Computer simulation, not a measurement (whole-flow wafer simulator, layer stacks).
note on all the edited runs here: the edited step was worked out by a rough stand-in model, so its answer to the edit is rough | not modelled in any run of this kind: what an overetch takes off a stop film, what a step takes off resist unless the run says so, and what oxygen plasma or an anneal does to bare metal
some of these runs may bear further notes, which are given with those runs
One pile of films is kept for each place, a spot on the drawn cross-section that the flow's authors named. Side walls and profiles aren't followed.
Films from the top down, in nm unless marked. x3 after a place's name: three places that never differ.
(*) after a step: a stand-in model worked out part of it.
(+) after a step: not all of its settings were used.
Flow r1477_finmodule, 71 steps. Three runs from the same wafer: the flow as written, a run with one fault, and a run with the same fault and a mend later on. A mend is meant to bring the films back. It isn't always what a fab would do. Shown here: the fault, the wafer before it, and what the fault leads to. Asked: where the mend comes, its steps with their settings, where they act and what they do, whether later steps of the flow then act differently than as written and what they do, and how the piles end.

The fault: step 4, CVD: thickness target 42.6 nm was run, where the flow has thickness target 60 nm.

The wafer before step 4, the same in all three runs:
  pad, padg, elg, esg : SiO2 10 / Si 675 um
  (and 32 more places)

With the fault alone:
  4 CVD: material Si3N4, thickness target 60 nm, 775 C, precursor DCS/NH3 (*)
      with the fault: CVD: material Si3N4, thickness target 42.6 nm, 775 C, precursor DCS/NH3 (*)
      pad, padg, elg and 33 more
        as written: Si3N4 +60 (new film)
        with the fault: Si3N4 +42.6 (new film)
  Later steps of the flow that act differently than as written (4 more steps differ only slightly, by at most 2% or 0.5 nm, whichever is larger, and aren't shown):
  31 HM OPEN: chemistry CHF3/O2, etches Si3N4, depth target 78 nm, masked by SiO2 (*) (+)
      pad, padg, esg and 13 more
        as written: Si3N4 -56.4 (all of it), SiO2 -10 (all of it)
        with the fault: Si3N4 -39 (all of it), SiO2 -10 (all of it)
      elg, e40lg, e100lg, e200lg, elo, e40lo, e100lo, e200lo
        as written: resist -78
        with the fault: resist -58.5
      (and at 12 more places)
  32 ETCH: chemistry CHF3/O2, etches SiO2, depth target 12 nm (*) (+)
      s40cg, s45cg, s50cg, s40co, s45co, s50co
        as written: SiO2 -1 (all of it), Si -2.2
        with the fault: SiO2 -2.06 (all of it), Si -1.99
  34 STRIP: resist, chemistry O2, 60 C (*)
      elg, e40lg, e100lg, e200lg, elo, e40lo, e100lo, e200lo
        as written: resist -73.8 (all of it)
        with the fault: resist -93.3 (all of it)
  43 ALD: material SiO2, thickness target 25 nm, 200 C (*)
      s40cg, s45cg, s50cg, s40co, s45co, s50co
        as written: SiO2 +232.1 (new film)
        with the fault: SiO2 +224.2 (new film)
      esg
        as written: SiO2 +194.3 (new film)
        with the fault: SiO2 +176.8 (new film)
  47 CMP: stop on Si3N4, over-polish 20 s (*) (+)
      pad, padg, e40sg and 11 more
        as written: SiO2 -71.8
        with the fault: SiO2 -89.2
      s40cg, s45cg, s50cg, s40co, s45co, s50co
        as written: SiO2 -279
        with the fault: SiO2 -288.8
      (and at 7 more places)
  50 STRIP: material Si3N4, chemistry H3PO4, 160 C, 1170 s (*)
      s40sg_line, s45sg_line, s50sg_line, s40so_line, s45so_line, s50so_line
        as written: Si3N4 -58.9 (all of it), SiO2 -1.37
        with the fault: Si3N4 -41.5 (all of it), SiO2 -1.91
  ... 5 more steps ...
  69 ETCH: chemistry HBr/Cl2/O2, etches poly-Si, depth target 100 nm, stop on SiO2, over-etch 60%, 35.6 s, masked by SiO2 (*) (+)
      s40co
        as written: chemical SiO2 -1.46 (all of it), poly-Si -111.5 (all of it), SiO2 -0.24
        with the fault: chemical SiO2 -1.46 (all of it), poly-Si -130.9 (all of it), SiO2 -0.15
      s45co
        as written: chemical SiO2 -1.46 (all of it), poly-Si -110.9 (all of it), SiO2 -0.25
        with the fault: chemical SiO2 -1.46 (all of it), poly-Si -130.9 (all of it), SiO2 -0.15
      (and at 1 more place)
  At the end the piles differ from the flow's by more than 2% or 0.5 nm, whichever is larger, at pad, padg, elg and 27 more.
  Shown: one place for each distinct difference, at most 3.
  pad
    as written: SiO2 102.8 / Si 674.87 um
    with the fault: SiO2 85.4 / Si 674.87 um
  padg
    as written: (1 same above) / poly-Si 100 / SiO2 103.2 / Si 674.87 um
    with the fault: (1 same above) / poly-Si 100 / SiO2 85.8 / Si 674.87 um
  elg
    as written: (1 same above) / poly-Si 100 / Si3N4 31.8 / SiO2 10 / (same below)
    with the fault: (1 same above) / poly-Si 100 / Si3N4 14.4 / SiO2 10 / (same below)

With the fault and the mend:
  The mend comes after step 5.
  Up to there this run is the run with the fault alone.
  5a CVD: material Si3N4, thickness target 17.4 nm, 775 C, precursor DCS/NH3 (*) (the flow's step 4 once more, with other settings)
      pad, padg, elg and 33 more
        Si3N4 +17.4
  No later step of the flow acts differently than as written at any place that is followed.
  At the end the piles are the same as the flow's at every place that both follow.
